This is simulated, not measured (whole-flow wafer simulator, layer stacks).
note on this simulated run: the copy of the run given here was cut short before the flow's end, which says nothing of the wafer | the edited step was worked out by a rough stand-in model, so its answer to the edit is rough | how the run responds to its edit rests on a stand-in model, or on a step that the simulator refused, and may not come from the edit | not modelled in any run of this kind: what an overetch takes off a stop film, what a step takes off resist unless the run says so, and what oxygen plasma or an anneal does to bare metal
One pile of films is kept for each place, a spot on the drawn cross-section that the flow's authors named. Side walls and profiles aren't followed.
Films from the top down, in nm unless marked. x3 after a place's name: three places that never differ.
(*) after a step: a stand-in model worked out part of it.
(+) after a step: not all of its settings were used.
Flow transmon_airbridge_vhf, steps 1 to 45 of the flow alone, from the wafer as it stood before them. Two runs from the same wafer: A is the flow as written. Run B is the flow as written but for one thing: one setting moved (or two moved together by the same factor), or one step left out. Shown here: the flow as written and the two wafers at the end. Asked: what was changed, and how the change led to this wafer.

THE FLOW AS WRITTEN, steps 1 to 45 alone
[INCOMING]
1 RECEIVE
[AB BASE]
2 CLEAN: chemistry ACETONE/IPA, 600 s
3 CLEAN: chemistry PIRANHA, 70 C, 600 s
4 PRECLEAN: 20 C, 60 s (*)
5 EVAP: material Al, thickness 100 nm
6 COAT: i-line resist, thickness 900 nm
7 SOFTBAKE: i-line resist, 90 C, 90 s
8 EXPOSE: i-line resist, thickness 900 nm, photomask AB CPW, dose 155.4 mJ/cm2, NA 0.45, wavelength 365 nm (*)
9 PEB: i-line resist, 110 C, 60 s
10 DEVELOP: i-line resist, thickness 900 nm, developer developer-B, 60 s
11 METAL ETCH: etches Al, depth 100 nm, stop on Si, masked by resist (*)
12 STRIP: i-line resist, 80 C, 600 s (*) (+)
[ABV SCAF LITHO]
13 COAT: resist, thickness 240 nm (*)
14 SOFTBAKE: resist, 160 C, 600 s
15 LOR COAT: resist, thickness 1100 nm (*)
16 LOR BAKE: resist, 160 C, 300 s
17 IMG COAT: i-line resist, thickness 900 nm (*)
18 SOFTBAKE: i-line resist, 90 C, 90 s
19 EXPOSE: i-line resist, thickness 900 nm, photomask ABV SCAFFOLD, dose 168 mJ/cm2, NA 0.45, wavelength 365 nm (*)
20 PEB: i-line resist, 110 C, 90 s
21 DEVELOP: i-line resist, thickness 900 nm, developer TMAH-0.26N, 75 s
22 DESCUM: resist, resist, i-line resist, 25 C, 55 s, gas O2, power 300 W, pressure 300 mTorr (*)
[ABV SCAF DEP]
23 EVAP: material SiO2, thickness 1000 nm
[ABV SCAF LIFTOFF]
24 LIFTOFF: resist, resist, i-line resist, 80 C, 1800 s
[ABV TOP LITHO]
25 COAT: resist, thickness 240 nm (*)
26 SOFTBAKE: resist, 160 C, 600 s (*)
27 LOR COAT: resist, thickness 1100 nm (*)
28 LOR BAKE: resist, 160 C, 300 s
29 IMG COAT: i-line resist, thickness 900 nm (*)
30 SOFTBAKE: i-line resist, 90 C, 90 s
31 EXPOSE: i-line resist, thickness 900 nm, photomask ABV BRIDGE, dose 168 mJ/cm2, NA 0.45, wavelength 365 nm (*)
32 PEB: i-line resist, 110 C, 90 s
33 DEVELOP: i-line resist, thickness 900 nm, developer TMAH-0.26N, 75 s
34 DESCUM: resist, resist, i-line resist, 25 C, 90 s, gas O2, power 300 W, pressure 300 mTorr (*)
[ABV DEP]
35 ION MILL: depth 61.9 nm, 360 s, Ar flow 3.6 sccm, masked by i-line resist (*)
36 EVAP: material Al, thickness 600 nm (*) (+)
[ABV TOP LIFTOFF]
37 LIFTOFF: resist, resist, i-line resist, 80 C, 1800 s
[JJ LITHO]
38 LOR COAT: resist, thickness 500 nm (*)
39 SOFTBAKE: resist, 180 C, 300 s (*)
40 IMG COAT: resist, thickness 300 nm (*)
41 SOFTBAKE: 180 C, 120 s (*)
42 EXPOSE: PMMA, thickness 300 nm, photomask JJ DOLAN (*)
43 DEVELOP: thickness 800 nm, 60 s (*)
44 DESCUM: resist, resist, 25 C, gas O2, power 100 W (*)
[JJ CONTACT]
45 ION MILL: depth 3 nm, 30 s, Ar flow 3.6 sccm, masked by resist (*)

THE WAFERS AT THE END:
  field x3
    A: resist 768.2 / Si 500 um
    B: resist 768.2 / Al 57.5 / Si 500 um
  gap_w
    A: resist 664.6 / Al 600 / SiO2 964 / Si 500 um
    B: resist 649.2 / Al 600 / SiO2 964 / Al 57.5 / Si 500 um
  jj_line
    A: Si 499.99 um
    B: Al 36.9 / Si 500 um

The cause: step 11, METAL ETCH: depth 42.5 nm was run, where the flow has depth 100 nm.

How the change led to this, step by step:
  11 METAL ETCH: etches Al, depth 100 nm, stop on Si, masked by resist (*)
      field x3, jj_line, gap_w, gap_e: A Al -100 (all of it) | B Al -42.5
      ground_far, pad_w, flank_w and 8 more: A i-line resist -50 | B i-line resist -21.2
  12 STRIP: i-line resist, 80 C, 600 s (*) (+)
      ground_far, pad_w, flank_w and 8 more: A i-line resist -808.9 (all of it) | B i-line resist -837.7 (all of it)
  13 COAT: resist, thickness 240 nm (*)
      flank_w, flank_e: A resist +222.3 (new film) | B resist +231.7 (new film)
      gap_w, gap_e: A resist +251.7 (new film) | B resist +245.4 (new film)
  22 DESCUM: resist, resist, i-line resist, 25 C, 55 s, gas O2, power 300 W, pressure 300 mTorr (*)
      flank_w, flank_e: A resist -222.3 (all of it) | B resist -231.7 (all of it)
      gap_w, gap_e: A resist -251.7 (all of it) | B resist -245.4 (all of it)
  25 COAT: resist, thickness 240 nm (*)
      flank_w, flank_e: A resist +152.6 (new film) | B resist +159.8 (new film)
      gap_w, gap_e: A resist +210.7 (new film) | B resist +204.5 (new film)
  29 IMG COAT: i-line resist, thickness 900 nm (*)
      gap_w, gap_e: A i-line resist +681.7 (new film) | B i-line resist +666.6 (new film)
  32 PEB: i-line resist, 110 C, 90 s
      gap_w, gap_e: A i-line resist -34.7 | B i-line resist -33.9
  33 DEVELOP: i-line resist, thickness 900 nm, developer TMAH-0.26N, 75 s
      gap_w, gap_e: A i-line resist -646.9 (all of it), resist -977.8 | B i-line resist -632.7 (all of it), resist -961.5
  34 DESCUM: resist, resist, i-line resist, 25 C, 90 s, gas O2, power 300 W, pressure 300 mTorr (*)
      flank_w, flank_e: A resist -152.6 (all of it) | B resist -159.8 (all of it)
      gap_w, gap_e: A resist -210.7 (all of it) | B resist -204.5 (all of it)
  38 LOR COAT: resist, thickness 500 nm (*)
      gap_w, gap_e: A resist +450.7 (new film) | B resist +440.6 (new film)
  40 IMG COAT: resist, thickness 300 nm (*)
      flank_w, flank_e: A resist +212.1 | B resist +220.2
      gap_w, gap_e: A resist +245.7 | B resist +240.3
  45 ION MILL: depth 3 nm, 30 s, Ar flow 3.6 sccm, masked by resist (*)
      jj_line: A Si -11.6 | B Al -20.6
Counting metal films that touch as one body, field x3 has 1 body; the flow as written gives 0 bodies.
Counting metal films that touch as one body, gap_w has 2 bodies (between them, from the top down: SiO2 964); the flow as written gives 1 body.
Counting metal films that touch as one body, jj_line has 1 body; the flow as written gives 0 bodies.
